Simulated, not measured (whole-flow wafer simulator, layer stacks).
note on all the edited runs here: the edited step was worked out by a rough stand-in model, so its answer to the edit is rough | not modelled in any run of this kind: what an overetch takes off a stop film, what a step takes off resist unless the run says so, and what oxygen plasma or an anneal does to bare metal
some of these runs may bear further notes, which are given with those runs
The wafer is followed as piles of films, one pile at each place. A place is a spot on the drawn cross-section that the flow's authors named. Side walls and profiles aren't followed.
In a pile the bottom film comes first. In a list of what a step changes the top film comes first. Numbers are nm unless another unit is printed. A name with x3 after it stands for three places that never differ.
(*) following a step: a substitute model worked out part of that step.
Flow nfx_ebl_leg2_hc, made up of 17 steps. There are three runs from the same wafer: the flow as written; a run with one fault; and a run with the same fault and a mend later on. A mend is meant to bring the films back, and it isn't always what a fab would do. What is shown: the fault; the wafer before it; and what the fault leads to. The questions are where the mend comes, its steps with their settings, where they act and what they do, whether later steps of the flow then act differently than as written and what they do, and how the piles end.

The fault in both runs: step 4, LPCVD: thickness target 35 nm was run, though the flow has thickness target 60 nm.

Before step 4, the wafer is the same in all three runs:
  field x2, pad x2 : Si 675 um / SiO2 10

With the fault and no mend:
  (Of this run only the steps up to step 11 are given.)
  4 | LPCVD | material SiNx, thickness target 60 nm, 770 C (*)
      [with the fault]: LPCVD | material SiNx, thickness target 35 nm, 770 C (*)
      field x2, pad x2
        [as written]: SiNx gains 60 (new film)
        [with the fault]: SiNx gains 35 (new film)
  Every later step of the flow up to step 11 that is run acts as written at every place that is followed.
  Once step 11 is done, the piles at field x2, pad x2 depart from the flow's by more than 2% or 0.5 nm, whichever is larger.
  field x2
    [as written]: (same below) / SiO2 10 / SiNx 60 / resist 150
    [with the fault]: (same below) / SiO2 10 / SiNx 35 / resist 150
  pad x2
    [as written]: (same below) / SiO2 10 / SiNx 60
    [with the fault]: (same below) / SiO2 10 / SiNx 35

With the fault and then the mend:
  The mend follows step 5.
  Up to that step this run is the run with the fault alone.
  5a | ETCH | chemistry h3po4, depth target 40.25 nm
      field x2, pad x2
        SiNx loses 35 (all of it)
  5b | CLEAN | chemistry SC1/SC2 (the flow's step 2, run once more)
      does not change any film at any place that is followed
  5c | LPCVD | material SiNx, thickness target 60 nm, 770 C (*) (the flow's step 4, run once more)
      field x2, pad x2
        SiNx gains 60 (new film)
  Every later step of the flow that is run acts as written at every place that is followed.
  By the end, the piles equal the flow's at every place that both follow.
